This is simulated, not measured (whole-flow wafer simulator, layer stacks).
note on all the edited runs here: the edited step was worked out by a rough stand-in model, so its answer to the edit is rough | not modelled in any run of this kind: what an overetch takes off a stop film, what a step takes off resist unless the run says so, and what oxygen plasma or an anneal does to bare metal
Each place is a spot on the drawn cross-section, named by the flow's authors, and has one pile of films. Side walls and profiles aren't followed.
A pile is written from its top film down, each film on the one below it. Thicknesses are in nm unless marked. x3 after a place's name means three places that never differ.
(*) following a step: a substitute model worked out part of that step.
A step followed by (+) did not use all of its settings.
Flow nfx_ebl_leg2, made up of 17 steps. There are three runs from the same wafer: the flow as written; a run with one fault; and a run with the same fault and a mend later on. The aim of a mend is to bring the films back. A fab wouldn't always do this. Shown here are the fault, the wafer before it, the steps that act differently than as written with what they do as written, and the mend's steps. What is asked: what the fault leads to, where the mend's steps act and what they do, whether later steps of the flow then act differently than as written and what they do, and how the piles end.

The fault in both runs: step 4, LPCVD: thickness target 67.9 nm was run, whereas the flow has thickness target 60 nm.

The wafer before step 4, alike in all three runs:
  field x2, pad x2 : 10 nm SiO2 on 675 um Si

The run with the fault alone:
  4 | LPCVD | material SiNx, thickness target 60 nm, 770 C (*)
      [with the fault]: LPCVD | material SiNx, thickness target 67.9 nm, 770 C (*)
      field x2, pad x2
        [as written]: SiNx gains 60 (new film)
        [with the fault]: SiNx gains 67.9 (new film)
  Steps later in the flow that act otherwise than as written:
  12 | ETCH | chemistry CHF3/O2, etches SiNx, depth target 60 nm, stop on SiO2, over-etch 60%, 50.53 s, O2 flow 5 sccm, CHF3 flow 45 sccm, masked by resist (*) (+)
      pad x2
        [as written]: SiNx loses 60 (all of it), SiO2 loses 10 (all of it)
        [with the fault]: SiNx loses 67.9 (all of it), SiO2 loses 10 (all of it)
  By the end, the piles at field x2 depart from the flow's by more than 2% or 0.5 nm, whichever is larger.
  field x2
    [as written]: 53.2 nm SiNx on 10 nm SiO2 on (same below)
    [with the fault]: 61.1 nm SiNx on 10 nm SiO2 on (same below)

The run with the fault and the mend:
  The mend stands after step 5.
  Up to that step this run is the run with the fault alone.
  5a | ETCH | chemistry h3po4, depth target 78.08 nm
      field x2, pad x2
        SiNx loses 67.9 (all of it)
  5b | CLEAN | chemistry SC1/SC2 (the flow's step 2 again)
      alters no film at any place that is followed
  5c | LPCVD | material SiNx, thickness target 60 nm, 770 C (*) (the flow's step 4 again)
      field x2, pad x2
        SiNx gains 60 (new film)
  None of the later steps of the flow acts differently than as written at any place that is followed.
  By the end, the piles equal the flow's at every place that both follow.
